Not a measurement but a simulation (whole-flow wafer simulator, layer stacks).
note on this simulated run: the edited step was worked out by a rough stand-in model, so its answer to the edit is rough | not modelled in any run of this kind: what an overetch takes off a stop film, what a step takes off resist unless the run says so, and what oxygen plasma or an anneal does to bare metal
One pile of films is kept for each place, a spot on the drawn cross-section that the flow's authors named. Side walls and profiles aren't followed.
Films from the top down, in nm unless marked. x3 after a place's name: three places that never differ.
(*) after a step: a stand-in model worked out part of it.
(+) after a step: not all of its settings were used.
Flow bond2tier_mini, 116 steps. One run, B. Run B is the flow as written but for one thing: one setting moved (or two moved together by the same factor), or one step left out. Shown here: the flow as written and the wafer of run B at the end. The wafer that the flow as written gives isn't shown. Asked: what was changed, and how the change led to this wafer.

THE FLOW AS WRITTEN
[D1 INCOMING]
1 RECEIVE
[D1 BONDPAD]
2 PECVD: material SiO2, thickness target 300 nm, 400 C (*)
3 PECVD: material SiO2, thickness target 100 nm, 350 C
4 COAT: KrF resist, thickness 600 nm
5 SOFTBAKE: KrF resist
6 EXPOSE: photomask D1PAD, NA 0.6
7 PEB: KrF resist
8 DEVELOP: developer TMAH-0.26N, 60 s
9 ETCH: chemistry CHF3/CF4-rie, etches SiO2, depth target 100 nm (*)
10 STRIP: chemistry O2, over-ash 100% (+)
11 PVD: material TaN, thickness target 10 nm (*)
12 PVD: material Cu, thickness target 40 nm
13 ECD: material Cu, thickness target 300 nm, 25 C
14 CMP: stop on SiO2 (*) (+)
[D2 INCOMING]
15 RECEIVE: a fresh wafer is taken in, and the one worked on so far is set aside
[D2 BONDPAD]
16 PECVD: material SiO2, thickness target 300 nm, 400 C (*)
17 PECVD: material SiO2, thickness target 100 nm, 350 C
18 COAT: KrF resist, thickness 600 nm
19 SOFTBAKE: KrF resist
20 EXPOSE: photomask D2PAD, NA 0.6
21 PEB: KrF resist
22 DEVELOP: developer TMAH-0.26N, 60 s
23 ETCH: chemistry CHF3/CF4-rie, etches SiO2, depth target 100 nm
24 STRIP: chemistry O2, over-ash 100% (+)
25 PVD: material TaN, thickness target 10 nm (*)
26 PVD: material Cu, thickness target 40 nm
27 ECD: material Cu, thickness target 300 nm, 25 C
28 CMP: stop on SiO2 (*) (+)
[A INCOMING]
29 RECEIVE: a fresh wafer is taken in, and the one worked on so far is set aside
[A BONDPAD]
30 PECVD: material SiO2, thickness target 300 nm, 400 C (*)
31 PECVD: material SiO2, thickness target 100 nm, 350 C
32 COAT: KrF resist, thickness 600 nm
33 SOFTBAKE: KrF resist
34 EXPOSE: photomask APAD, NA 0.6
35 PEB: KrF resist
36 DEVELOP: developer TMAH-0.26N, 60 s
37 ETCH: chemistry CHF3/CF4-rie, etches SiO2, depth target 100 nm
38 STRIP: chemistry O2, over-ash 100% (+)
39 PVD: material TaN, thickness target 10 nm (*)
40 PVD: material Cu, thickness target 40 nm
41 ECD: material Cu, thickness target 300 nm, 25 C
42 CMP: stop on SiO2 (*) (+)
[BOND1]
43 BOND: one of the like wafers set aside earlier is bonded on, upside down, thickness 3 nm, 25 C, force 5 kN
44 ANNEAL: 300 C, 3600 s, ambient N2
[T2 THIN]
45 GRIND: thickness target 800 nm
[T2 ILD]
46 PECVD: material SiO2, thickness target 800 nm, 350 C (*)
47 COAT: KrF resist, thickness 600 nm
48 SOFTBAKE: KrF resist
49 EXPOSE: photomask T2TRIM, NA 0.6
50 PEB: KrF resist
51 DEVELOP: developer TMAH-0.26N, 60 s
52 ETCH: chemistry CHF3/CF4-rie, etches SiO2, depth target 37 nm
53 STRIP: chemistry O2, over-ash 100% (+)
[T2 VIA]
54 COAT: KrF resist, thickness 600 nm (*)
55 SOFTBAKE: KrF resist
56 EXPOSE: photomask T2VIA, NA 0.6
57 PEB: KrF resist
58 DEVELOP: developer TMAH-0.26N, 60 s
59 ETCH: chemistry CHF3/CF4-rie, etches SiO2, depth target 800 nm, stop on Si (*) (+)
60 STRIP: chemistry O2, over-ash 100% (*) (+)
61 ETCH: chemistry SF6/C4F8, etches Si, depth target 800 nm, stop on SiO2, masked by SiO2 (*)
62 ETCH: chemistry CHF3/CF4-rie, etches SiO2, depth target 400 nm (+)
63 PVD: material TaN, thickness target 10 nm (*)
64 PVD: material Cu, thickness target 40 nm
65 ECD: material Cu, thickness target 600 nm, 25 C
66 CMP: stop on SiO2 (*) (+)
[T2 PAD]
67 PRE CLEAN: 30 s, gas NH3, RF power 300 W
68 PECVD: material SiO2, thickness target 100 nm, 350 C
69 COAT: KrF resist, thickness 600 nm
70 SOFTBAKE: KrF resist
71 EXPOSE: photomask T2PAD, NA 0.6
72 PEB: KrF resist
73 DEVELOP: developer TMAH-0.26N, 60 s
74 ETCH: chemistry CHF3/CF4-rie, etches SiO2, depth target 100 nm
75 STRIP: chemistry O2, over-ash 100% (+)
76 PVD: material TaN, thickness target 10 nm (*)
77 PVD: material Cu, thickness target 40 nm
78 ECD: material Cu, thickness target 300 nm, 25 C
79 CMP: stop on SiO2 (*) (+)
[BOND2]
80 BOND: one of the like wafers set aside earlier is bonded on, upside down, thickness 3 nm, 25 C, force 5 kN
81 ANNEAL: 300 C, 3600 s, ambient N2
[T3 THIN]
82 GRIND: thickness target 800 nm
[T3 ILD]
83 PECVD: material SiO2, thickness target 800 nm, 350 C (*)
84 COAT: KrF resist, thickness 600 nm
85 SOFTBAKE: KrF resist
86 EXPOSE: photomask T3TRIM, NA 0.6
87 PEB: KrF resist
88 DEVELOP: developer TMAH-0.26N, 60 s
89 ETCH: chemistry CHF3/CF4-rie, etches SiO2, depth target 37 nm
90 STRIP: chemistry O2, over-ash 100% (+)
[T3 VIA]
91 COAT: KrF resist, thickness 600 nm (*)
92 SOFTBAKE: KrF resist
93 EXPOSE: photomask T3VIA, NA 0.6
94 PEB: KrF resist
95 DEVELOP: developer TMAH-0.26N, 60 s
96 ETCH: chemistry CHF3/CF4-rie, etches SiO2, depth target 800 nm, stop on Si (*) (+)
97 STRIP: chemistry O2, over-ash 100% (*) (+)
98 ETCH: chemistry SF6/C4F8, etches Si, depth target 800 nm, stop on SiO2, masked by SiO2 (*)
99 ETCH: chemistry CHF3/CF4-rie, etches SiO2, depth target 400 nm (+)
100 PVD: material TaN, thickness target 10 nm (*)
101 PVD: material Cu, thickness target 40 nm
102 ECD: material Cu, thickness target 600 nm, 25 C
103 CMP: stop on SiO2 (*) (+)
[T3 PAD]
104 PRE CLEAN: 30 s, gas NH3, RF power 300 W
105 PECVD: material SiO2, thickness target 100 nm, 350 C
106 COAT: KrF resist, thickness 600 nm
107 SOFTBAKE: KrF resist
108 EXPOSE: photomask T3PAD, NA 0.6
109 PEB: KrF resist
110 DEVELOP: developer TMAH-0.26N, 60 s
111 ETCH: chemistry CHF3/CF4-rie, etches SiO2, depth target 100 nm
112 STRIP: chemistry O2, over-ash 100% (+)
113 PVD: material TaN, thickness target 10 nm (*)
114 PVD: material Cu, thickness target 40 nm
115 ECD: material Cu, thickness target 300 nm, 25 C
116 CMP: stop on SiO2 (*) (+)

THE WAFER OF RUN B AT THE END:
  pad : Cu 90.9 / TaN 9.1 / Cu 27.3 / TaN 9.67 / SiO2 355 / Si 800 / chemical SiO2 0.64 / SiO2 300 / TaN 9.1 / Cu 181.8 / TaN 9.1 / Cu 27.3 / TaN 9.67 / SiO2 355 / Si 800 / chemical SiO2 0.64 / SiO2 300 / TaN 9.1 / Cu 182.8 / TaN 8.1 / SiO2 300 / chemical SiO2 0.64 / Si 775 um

The cause: step 39, PVD: thickness target 8.9 nm was run, where the flow has thickness target 10 nm.

How the change led to this, step by step:
  39 PVD: material TaN, thickness target 10 nm (*)
      field: TaN +8.9 (new film) (as written it would be: TaN +10 (new film))
      pad: TaN +8.1 (new film) (as written it would be: TaN +9.1 (new film))
      (and at 1 more place)
  42 CMP: stop on SiO2 (*) (+)
      field: Cu -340 (all of it), TaN -8.9 (all of it) (as written it would be: Cu -340 (all of it), TaN -10 (all of it))
